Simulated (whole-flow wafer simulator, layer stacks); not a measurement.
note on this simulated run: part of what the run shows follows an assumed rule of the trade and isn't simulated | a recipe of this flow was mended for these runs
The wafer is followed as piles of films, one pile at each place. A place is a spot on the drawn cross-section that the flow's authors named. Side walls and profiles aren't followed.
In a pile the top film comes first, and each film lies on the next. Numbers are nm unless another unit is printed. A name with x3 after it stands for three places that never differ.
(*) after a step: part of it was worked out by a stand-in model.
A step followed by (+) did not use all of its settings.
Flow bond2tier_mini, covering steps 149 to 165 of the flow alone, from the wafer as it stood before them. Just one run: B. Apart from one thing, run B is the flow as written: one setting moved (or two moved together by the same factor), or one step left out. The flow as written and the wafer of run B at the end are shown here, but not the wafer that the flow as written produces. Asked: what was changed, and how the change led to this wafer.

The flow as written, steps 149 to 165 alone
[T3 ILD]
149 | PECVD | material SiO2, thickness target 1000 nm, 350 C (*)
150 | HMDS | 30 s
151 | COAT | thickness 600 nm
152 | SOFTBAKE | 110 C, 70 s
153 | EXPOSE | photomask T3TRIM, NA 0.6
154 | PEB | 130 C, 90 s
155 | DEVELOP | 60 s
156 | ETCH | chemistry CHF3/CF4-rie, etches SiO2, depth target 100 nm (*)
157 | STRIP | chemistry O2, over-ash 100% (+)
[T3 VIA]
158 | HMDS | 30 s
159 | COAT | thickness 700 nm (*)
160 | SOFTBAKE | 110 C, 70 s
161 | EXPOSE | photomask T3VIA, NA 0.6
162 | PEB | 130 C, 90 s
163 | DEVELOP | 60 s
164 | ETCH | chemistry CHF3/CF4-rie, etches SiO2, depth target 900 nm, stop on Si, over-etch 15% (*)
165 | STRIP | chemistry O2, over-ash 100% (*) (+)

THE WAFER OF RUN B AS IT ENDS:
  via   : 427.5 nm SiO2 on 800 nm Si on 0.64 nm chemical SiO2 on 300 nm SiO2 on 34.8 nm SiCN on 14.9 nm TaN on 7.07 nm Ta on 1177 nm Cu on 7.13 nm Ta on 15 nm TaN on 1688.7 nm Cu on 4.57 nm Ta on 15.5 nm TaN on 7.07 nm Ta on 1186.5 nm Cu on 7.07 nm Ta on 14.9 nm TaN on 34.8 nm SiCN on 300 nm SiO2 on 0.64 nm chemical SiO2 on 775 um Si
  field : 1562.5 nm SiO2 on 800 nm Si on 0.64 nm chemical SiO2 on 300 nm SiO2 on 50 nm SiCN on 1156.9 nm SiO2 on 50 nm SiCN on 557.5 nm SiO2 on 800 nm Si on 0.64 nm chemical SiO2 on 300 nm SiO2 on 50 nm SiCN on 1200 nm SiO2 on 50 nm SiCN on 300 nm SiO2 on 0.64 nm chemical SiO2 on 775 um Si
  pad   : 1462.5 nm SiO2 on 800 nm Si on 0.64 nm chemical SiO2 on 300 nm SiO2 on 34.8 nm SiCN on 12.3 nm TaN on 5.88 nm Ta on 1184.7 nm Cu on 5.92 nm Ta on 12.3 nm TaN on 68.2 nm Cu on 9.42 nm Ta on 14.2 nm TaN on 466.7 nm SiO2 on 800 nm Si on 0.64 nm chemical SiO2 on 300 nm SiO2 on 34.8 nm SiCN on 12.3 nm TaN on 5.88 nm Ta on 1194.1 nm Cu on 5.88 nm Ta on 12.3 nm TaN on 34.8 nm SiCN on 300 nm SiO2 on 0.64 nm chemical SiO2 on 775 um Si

What caused this: step 149, PECVD: thickness target 1562 nm was run, though the flow has thickness target 1000 nm.
One can read it off the wafer: field has SiO2 1562.5, and step 149 as written asks for 1000 nm.

The path from the change to this, step by step:
  149 | PECVD | material SiO2, thickness target 1000 nm, 350 C (*)
      field, pad, via: SiO2 gains 1562.5 (new film) (as written it would have been: SiO2 gains 1000 (new film))
  164 | ETCH | chemistry CHF3/CF4-rie, etches SiO2, depth target 900 nm, stop on Si, over-etch 15% (*)
      via: SiO2 loses 1035 (as written it would have been: SiO2 loses 900 (all of it), Si loses 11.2)
